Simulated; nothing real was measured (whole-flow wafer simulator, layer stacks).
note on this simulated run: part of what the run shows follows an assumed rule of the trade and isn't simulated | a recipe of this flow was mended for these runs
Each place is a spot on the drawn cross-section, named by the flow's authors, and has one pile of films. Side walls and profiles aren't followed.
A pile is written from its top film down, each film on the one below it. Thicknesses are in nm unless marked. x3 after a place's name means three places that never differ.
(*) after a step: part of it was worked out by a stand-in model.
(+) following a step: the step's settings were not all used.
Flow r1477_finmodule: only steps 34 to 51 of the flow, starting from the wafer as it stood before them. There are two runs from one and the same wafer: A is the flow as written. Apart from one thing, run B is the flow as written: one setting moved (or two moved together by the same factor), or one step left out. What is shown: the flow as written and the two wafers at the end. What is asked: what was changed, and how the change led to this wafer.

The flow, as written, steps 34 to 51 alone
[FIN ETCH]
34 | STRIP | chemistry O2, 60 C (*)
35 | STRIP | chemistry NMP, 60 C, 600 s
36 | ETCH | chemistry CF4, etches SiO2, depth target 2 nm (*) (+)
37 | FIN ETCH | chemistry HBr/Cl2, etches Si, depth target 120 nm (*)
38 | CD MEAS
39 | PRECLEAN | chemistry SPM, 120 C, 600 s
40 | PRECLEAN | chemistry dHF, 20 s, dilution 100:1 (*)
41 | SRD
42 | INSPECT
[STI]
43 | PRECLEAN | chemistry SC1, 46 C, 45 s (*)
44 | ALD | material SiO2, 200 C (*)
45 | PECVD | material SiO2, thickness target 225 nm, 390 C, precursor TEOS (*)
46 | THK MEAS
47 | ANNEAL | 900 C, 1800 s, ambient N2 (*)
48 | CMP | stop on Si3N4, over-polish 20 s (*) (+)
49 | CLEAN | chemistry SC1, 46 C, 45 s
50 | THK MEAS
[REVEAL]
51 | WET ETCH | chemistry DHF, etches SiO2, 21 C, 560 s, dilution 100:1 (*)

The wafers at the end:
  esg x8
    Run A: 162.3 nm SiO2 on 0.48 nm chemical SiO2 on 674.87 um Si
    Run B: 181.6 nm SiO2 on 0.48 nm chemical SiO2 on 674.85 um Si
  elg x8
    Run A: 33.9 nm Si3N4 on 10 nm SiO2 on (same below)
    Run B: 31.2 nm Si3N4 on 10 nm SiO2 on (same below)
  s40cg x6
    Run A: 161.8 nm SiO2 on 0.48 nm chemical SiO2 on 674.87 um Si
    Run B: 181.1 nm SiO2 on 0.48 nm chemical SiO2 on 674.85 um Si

What caused this: step 37, FIN ETCH: depth target 139.3 nm was run, though the flow has depth target 120 nm.

How this came from the change, step by step:
  37 | FIN ETCH | chemistry HBr/Cl2, etches Si, depth target 120 nm (*)
      pad x2, esg x8, s40cg x6, s40sg x6: A Si loses 120 | B Si loses 139.3
      elg x8: A Si3N4 loses 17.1 | B Si3N4 loses 19.9
      (also at 6 further places)
  44 | ALD | material SiO2, 200 C (*)
      esg x8: A SiO2 gains 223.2 (new film) | B SiO2 gains 239.8 (new film)
      s40cg x6: A SiO2 gains 263.2 (new film) | B SiO2 gains 281 (new film)
      (also at 6 further places)
  48 | CMP | stop on Si3N4, over-polish 20 s (*) (+)
      pad x2: A SiO2 loses 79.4 | B SiO2 loses 60.1
  51 | WET ETCH | chemistry DHF, etches SiO2, 21 C, 560 s, dilution 100:1 (*)
      elg x8: A SiO2 loses 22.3 (all of it), Si3N4 loses 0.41 | B SiO2 loses 25 (all of it), Si3N4 loses 0.27
